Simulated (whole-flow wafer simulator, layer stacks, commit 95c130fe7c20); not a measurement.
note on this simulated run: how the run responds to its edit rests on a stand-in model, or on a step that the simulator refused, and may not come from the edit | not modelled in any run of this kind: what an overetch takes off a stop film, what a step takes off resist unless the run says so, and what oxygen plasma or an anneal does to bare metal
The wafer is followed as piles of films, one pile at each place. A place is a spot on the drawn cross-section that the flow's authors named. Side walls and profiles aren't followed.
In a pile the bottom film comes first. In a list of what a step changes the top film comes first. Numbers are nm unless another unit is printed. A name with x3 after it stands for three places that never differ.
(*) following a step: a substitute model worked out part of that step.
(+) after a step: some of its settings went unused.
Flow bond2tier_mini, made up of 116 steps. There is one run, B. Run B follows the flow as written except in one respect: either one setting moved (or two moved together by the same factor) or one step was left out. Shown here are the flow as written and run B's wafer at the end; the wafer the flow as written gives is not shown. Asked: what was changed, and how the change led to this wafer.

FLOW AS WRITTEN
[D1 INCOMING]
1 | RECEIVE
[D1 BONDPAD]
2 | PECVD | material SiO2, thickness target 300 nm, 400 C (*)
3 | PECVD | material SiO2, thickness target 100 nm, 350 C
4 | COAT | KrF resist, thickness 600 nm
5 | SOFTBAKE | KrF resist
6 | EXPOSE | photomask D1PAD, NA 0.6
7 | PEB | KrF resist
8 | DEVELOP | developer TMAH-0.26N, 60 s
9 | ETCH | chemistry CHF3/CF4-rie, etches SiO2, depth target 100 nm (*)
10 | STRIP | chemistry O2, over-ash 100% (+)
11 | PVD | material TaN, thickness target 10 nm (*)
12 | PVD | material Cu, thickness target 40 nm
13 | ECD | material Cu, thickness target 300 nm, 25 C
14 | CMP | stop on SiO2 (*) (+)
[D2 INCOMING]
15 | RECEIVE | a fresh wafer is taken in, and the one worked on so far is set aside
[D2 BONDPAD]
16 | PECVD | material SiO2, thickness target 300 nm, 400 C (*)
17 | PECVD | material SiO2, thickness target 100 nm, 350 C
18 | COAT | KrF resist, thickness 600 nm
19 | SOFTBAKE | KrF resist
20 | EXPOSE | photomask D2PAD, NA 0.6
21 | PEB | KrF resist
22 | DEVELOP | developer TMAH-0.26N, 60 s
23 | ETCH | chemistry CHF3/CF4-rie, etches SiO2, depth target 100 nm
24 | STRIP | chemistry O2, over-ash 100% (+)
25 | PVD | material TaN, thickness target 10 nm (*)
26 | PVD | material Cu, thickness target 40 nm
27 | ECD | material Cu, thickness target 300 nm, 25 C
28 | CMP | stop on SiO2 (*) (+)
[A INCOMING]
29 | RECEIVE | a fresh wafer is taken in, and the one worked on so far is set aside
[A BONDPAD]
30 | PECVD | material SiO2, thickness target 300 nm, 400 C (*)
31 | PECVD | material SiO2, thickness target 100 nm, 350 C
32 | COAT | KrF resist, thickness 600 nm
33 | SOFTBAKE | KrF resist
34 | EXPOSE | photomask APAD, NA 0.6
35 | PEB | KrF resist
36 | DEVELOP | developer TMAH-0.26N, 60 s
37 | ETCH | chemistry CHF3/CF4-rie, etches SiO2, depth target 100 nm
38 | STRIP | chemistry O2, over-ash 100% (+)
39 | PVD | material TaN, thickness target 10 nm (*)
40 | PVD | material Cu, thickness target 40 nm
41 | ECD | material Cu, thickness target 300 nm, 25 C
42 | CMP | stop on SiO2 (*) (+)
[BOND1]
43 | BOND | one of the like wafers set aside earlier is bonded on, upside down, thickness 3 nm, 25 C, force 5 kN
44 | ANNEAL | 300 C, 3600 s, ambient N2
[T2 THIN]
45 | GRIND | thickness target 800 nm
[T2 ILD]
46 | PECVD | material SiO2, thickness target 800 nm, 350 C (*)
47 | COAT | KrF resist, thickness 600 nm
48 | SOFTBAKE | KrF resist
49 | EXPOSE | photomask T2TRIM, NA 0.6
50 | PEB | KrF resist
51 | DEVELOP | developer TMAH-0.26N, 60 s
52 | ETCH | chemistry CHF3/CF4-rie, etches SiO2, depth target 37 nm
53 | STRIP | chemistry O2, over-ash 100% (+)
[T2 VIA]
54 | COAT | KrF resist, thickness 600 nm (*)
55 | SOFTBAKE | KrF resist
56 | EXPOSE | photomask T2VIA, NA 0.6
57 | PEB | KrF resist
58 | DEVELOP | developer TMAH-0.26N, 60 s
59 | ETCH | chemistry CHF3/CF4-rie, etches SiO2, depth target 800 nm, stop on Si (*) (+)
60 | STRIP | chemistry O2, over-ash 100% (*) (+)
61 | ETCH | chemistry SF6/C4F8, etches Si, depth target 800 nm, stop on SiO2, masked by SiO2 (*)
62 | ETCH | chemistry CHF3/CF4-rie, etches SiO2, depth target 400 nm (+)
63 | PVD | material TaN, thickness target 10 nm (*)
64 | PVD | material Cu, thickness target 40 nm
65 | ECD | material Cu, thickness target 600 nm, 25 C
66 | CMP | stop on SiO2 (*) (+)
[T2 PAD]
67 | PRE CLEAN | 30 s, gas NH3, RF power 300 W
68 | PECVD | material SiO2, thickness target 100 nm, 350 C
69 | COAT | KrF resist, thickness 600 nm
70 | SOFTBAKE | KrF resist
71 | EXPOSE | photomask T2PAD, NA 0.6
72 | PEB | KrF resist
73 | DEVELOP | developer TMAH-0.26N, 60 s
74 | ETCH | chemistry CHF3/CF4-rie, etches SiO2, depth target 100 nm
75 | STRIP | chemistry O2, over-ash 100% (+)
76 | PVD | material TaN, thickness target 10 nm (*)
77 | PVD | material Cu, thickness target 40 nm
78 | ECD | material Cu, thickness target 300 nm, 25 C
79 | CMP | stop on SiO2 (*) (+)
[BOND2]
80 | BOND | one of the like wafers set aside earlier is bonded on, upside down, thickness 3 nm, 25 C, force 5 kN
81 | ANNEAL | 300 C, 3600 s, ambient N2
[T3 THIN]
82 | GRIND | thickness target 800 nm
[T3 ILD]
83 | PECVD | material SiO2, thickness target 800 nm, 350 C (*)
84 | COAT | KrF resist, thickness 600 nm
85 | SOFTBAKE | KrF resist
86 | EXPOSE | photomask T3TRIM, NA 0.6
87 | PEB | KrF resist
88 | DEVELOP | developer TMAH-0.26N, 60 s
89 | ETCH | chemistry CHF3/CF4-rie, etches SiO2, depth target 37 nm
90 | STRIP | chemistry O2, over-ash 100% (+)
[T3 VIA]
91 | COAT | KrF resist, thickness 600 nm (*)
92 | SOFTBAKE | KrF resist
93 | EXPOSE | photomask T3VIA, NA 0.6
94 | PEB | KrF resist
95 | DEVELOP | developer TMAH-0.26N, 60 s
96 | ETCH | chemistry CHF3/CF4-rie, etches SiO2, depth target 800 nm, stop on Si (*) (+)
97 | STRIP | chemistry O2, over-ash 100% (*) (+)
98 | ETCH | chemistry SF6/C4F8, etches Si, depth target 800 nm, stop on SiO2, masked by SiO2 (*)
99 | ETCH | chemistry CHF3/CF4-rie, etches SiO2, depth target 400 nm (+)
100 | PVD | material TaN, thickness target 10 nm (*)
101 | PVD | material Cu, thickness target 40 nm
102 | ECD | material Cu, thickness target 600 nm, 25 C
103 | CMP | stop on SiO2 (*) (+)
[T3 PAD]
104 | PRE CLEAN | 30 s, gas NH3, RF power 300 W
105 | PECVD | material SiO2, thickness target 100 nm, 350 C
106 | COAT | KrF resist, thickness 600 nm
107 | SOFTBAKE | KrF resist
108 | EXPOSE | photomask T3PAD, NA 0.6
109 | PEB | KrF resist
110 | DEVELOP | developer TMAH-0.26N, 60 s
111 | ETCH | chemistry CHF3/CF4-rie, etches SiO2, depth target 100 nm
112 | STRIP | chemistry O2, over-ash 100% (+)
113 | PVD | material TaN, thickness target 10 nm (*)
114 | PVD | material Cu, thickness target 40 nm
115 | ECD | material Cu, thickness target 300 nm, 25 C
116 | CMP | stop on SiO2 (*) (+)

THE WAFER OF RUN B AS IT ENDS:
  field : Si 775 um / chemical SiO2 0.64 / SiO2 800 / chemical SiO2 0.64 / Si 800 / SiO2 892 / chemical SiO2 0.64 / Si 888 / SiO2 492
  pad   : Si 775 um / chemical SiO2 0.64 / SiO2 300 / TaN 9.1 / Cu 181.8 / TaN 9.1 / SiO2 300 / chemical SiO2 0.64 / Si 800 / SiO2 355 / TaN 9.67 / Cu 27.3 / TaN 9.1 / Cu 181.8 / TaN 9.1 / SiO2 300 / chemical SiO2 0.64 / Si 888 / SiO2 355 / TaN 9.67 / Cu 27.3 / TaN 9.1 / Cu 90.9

What caused this: step 82, GRIND: thickness target 888 nm was run, while the flow as written has thickness target 800 nm.
One can read it off the wafer: field has Si 888, and step 82 as written asks for 800 nm.

The path from the change to this, step by step:
  82 | GRIND | thickness target 800 nm
      field, pad: Si loses 774.11 um (as written it would have been: Si loses 774.2 um)
